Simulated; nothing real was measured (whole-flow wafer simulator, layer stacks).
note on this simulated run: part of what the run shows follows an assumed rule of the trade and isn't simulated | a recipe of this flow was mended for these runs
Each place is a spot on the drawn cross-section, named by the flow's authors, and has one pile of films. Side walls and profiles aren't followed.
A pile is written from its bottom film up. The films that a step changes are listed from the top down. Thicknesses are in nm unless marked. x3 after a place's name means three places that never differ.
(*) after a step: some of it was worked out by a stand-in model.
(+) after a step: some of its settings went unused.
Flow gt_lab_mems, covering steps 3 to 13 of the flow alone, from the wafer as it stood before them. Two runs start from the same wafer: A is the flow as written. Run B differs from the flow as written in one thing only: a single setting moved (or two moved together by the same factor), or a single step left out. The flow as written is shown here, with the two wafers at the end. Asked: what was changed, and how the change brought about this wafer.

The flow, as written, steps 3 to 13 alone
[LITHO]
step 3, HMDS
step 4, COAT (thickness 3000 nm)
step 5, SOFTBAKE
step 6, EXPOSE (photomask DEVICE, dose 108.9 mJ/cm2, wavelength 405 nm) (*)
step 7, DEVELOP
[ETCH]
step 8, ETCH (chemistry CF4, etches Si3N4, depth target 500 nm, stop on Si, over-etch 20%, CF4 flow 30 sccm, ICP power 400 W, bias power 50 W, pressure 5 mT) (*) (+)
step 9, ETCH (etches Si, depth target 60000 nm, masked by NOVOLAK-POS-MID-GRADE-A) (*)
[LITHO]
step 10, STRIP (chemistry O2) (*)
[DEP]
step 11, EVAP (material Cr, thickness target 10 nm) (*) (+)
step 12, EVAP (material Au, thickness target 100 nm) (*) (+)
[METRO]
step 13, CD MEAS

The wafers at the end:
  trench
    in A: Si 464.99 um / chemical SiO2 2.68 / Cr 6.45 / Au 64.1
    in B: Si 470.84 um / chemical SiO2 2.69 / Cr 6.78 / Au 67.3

What caused this: step 8, ETCH: depth target 320 nm was run, though the flow has depth target 500 nm.

How this came from the change, step by step:
  step 8, ETCH (chemistry CF4, etches Si3N4, depth target 500 nm, stop on Si, over-etch 20%, CF4 flow 30 sccm, ICP power 400 W, bias power 50 W, pressure 5 mT) (*) (+)
      trench: A -500 Si3N4 (all of it), -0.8 chemical SiO2 (all of it), -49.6 Si | B -384 Si3N4
      field: A -400 g/i-line-resist | B -256 g/i-line-resist
  step 9, ETCH (etches Si, depth target 60000 nm, masked by NOVOLAK-POS-MID-GRADE-A) (*)
      trench: A -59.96 um Si | B -116 Si3N4 (all of it), -0.8 chemical SiO2 (all of it), -54.16 um Si
  step 10, STRIP (chemistry O2) (*)
      field: A -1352 g/i-line-resist (all of it) | B -1496 g/i-line-resist (all of it)
  step 12, EVAP (material Au, thickness target 100 nm) (*) (+)
      trench: A +64.1 Au (new film) | B +67.3 Au (new film)
